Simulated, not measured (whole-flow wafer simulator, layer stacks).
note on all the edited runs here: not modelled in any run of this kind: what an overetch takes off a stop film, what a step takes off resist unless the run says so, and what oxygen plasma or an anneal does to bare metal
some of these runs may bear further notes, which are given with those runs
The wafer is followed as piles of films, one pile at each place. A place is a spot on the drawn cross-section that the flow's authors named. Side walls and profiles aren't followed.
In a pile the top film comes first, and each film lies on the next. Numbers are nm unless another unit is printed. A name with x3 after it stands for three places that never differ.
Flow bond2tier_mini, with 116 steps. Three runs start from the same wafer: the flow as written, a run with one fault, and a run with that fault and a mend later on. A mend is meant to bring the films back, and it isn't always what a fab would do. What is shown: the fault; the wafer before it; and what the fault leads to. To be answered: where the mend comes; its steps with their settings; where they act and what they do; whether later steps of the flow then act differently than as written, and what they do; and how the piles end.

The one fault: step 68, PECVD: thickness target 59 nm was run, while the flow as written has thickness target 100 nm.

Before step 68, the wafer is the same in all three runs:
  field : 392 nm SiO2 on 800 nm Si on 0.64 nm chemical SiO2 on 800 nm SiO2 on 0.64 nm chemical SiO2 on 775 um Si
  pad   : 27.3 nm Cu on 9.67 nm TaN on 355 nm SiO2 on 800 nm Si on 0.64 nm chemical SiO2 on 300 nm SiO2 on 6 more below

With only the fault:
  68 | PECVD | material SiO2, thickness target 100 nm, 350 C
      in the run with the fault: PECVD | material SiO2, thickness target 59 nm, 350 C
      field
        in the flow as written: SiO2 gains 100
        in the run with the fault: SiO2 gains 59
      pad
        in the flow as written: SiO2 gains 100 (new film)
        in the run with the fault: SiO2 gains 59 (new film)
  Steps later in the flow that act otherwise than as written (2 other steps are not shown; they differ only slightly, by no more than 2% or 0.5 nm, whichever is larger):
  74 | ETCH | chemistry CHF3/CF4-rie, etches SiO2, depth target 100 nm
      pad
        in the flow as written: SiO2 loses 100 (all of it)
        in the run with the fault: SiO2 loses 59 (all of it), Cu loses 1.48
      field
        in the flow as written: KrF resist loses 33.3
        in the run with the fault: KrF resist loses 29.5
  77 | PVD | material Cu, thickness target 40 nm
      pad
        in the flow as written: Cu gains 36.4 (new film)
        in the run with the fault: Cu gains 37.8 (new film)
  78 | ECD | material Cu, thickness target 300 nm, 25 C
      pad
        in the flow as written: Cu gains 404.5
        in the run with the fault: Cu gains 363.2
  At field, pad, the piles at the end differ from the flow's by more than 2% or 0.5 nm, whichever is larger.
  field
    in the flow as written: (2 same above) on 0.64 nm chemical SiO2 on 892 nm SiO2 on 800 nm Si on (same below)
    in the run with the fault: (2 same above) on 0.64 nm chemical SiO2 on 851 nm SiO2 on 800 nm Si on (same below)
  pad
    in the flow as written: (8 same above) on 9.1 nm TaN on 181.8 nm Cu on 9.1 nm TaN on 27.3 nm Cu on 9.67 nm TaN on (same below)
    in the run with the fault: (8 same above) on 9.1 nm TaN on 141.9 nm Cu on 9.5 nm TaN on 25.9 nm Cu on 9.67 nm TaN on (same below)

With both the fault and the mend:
  The mend stands after step 68.
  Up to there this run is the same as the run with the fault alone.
  68a | PECVD | material SiO2, thickness target 41 nm, 350 C (the flow's step 68, run once more with other settings)
      field, pad
        SiO2 gains 41
  Every later step of the flow that is run acts as written at every place that is followed.
  By the end, the piles equal the flow's at every place that both follow.
